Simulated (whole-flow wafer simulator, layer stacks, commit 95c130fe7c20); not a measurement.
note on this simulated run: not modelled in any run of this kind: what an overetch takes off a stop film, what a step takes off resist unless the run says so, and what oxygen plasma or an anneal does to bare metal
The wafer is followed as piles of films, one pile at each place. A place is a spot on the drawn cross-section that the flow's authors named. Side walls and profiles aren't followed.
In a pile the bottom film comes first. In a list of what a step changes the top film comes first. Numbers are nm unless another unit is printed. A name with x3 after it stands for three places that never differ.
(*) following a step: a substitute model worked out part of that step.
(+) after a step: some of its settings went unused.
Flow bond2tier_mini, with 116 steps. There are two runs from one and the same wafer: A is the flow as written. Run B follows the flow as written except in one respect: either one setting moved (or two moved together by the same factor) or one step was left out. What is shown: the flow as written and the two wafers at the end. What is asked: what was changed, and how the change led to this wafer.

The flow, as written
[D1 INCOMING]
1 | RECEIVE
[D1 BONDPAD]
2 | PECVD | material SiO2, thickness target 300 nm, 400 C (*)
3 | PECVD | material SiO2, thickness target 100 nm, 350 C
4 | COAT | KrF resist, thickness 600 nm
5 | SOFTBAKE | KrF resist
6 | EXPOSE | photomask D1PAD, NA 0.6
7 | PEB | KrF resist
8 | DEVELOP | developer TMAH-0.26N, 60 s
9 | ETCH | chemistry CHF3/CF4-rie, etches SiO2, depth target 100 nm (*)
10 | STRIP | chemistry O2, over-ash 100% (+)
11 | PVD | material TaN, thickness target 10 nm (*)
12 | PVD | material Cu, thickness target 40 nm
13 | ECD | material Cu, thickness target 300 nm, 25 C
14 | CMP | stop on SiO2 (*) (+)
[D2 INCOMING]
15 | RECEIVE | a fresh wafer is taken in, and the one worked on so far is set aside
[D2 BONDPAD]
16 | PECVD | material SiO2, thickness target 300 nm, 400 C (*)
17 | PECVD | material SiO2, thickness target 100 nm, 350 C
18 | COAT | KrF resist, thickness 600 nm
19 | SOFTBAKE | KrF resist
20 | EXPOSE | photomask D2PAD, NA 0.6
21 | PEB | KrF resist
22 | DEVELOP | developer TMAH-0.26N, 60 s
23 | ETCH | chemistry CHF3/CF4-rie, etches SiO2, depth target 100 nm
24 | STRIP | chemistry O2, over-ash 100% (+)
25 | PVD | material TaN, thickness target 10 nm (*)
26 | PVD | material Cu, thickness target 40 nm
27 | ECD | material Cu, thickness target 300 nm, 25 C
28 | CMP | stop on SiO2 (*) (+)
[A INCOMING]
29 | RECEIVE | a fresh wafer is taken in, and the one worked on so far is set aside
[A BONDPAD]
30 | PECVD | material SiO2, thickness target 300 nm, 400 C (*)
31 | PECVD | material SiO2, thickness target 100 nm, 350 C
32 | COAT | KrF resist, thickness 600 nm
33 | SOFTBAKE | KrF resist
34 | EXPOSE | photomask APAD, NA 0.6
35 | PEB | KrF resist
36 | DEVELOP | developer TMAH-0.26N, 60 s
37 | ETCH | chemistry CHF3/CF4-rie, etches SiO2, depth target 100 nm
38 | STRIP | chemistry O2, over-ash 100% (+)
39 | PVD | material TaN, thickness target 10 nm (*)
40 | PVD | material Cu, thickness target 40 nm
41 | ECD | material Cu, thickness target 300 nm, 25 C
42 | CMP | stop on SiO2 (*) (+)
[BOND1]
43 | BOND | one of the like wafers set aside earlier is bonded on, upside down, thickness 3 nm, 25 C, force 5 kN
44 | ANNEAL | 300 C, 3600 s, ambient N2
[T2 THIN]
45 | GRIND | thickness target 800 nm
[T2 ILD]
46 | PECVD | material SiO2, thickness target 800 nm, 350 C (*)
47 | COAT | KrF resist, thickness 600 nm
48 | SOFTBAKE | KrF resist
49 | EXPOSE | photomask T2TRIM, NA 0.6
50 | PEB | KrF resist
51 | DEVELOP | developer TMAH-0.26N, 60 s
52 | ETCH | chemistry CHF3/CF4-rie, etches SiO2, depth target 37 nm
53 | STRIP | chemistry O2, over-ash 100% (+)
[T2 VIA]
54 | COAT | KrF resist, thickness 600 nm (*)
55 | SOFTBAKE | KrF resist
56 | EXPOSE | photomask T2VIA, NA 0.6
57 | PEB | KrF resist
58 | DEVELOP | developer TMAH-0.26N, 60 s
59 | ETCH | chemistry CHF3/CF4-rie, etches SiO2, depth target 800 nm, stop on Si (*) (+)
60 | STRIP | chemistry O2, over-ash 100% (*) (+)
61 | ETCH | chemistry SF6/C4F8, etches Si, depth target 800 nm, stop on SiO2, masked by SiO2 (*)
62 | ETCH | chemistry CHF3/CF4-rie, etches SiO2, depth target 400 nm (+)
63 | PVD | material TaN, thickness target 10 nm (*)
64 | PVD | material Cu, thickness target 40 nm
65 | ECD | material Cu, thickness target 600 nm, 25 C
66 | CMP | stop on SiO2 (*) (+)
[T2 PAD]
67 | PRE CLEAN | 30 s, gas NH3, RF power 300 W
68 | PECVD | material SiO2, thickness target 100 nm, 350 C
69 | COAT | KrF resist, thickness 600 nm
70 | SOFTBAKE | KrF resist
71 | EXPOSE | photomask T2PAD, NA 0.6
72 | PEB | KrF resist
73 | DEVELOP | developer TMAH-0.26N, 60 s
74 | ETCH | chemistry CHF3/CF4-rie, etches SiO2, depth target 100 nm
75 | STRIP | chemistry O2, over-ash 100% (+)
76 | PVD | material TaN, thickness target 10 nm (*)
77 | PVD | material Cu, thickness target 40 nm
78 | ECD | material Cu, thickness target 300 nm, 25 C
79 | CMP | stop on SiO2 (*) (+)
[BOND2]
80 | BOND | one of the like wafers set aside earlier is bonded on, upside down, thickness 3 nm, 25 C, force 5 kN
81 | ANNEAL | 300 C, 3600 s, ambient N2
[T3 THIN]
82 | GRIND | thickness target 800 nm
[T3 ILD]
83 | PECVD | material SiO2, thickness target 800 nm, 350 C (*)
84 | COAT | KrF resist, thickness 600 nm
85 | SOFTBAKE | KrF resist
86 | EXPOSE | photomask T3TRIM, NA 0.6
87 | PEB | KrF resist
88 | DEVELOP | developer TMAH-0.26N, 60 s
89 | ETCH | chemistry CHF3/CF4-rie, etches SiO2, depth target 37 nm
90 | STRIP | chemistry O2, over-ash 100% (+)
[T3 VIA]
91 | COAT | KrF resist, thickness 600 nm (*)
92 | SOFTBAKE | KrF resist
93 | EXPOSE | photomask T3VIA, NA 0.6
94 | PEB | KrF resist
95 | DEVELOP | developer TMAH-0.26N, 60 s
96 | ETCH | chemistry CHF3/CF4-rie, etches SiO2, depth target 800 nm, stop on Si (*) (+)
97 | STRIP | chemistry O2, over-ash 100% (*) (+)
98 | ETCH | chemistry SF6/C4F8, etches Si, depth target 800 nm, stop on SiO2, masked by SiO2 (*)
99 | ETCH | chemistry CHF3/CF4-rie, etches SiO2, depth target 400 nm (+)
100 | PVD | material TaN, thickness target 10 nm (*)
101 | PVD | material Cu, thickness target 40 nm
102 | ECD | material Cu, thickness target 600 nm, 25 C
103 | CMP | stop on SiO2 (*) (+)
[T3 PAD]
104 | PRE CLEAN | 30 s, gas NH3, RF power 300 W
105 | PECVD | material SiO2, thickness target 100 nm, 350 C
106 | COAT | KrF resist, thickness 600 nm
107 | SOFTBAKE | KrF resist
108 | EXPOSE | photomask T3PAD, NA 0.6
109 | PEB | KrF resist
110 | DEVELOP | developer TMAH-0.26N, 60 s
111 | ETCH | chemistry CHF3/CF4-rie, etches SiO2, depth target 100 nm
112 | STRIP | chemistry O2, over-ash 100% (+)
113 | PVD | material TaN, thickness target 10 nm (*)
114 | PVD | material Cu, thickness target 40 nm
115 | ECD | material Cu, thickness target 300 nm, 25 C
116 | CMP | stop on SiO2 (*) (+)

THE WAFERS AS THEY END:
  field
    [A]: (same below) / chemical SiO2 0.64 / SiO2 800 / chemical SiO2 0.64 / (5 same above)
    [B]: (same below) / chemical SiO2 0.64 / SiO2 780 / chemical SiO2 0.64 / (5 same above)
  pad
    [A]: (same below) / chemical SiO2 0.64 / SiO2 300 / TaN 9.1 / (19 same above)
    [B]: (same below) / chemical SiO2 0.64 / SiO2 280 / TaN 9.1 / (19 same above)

What caused this: step 31, PECVD: thickness target 80 nm was run, though the flow has thickness target 100 nm.

How this came from the change, step by step:
  31 | PECVD | material SiO2, thickness target 100 nm, 350 C
      field, pad, via: A SiO2 gains 100 | B SiO2 gains 80
